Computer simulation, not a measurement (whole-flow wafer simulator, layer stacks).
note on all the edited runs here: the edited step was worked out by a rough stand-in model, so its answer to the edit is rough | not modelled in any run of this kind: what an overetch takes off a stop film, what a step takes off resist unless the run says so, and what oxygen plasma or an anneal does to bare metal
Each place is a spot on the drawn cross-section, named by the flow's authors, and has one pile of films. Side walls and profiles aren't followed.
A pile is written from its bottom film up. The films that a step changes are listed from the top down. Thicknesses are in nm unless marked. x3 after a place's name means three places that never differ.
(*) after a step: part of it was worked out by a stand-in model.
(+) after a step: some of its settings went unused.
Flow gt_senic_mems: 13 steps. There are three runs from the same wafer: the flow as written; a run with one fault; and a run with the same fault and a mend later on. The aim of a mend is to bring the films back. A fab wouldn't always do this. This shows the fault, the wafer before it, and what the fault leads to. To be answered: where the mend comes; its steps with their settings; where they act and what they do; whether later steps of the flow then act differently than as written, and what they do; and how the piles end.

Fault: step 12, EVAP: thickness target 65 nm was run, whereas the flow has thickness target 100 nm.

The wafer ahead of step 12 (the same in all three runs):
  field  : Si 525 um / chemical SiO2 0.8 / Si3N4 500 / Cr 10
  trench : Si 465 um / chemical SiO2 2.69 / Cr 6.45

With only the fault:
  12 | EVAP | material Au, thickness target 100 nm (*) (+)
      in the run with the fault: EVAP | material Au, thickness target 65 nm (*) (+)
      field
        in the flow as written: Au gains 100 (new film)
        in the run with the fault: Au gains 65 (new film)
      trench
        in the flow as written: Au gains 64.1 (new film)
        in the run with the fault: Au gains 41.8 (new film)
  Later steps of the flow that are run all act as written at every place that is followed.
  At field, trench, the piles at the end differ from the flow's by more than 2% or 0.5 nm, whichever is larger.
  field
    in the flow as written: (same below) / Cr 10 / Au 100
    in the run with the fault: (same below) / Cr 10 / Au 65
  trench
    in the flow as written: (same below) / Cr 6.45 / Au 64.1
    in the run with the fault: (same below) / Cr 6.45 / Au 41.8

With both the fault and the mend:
  The mend follows step 13.
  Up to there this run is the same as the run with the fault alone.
  13a | EVAP | material Au, thickness target 35 nm (*) (+) (the flow's step 12, run once more with other settings)
      field
        Au gains 35
      trench
        Au gains 22.5
  Later steps of the flow that are run all act as written at every place that is followed.
  When the end is reached, the piles differ only a little from the flow's at the places that both follow, at most by 2% or 0.5 nm, whichever is larger.
